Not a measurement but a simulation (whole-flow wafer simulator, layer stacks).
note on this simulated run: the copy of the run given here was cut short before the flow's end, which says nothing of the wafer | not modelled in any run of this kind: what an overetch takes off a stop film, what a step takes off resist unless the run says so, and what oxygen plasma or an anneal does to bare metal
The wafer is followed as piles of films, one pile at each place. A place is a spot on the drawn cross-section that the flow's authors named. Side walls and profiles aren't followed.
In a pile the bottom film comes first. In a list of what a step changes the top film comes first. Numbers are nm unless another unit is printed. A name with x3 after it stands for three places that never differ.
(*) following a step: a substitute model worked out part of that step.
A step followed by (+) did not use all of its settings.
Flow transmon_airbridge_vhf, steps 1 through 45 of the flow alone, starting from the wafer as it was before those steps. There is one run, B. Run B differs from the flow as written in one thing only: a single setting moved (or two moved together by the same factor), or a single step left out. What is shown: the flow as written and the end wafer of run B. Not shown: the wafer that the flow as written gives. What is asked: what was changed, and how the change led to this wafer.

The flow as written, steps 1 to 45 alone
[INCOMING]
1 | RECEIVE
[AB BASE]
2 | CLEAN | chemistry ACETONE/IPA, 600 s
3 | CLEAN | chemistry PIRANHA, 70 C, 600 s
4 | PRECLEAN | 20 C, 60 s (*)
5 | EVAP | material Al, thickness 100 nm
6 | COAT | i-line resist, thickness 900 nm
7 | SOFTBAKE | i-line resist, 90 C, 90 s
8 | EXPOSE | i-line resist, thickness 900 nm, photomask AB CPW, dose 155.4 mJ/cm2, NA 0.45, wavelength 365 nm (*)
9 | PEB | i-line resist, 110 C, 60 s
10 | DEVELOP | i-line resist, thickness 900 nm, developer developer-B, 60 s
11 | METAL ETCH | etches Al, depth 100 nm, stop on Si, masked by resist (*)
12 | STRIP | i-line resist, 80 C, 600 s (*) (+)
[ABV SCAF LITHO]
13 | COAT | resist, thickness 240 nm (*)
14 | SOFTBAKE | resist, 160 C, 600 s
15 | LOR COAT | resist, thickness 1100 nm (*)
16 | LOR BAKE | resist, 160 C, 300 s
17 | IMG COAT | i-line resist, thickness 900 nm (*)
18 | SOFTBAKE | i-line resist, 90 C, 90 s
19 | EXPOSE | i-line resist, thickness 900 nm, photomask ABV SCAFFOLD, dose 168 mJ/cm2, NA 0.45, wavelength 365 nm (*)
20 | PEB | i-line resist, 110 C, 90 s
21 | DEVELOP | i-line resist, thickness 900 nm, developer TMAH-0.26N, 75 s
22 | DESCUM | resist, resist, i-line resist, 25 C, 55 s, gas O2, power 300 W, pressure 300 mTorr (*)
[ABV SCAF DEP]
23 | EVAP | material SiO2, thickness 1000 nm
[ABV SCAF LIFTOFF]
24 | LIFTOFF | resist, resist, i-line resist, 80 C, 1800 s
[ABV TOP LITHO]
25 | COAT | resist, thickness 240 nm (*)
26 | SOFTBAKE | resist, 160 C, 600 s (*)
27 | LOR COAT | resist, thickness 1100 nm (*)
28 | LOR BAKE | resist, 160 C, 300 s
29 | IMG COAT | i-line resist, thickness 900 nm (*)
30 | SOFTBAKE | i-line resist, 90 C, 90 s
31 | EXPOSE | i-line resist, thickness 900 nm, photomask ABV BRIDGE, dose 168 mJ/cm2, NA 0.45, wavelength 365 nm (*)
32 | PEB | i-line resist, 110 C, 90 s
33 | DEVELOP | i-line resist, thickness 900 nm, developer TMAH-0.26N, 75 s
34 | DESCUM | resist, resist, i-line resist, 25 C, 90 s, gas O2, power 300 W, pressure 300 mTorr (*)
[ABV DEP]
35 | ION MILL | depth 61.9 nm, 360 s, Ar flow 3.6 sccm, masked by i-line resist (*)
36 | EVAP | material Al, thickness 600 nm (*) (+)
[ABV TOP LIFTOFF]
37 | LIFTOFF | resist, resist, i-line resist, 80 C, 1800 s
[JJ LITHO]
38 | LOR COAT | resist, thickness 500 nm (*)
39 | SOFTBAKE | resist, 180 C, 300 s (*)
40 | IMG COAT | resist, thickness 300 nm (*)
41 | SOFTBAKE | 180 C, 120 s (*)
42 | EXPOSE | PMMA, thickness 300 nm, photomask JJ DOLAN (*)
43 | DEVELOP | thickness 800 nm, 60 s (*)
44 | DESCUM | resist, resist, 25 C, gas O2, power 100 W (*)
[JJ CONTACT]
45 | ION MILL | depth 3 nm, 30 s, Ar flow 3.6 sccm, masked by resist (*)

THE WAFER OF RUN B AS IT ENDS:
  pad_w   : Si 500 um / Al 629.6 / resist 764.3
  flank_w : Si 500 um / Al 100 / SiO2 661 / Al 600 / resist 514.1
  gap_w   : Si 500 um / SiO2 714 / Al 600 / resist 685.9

Cause: step 23, EVAP: thickness 750 nm was run, though the flow has thickness 1000 nm.

The path from the change to this, step by step:
  23 | EVAP | material SiO2, thickness 1000 nm
      field x3, jj_line, ground_far and 10 more: +750 SiO2 (new film) (as written it would have been: +1000 SiO2 (new film))
      flank_w, flank_e: +697 SiO2 (new film) (as written it would have been: +929.3 SiO2 (new film))
  24 | LIFTOFF | resist, resist, i-line resist, 80 C, 1800 s
      field x3, jj_line, trace_open_s x2: -750 SiO2 (all of it), -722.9 i-line resist (all of it), -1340 resist (all of it) (as written it would have been: -1000 SiO2 (all of it), -722.9 i-line resist (all of it), -1340 resist (all of it))
      pad_w, pad_e: -750 SiO2 (all of it), -718 i-line resist (all of it), -1330.2 resist (all of it) (as written it would have been: -1000 SiO2 (all of it), -718 i-line resist (all of it), -1330.2 resist (all of it))
      (as well as at 1 more place)
  25 | COAT | resist, thickness 240 nm (*)
      flank_w, flank_e: +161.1 resist (new film) (as written it would have been: +152.6 resist (new film))
      gap_w, gap_e: +221.5 resist (new film) (as written it would have been: +210.7 resist (new film))
      (as well as at 6 more places)
  27 | LOR COAT | resist, thickness 1100 nm (*)
      gap_w, gap_e: +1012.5 resist (as written it would have been: +977.8 resist)
      margin_s, margin_n: +884.3 resist (as written it would have been: +823.4 resist)
      (as well as at 6 more places)
  29 | IMG COAT | i-line resist, thickness 900 nm (*)
      gap_w, gap_e: +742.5 i-line resist (new film) (as written it would have been: +681.7 i-line resist (new film))
      margin_s, margin_n: +682.1 i-line resist (new film) (as written it would have been: +603.2 i-line resist (new film))
      (as well as at 7 more places)
  32 | PEB | i-line resist, 110 C, 90 s
      pad_w, pad_e: -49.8 i-line resist (as written it would have been: -51 i-line resist)
      flank_w, flank_e: -40.8 i-line resist (as written it would have been: -38.3 i-line resist)
      (as well as at 7 more places)
  33 | DEVELOP | i-line resist, thickness 900 nm, developer TMAH-0.26N, 75 s
      gap_w, gap_e: -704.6 i-line resist (all of it), -1012.5 resist (as written it would have been: -646.9 i-line resist (all of it), -977.8 resist)
      pad_w: -916 i-line resist (all of it), -1208.7 resist (as written it would have been: -937.2 i-line resist (all of it), -1247.8 resist)
      (as well as at 5 more places)
  34 | DESCUM | resist, resist, i-line resist, 25 C, 90 s, gas O2, power 300 W, pressure 300 mTorr (*)
      flank_w, flank_e: -161.1 resist (all of it) (as written it would have been: -152.6 resist (all of it))
      gap_w, gap_e: -221.5 resist (all of it) (as written it would have been: -210.7 resist (all of it))
      (as well as at 4 more places)
  37 | LIFTOFF | resist, resist, i-line resist, 80 C, 1800 s
      margin_s, margin_n: -600 Al (all of it), -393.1 i-line resist (all of it), -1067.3 resist (all of it) (as written it would have been: -600 Al (all of it), -318.3 i-line resist (all of it), -992 resist (all of it))
      ground_far: -600 Al (all of it), -686.7 i-line resist (all of it), -1376.3 resist (all of it) (as written it would have been: -600 Al (all of it), -717.9 i-line resist (all of it), -1384.9 resist (all of it))
  38 | LOR COAT | resist, thickness 500 nm (*)
      pad_w, pad_e: +502.9 resist (new film) (as written it would have been: +517 resist (new film))
      flank_w, flank_e: +325.8 resist (new film) (as written it would have been: +306.5 resist (new film))
      (as well as at 6 more places)
  40 | IMG COAT | resist, thickness 300 nm (*)
      pad_w, pad_e: +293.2 resist (as written it would have been: +300.1 resist)
      flank_w, flank_e: +220 resist (as written it would have been: +212.1 resist)
      (as well as at 6 more places)
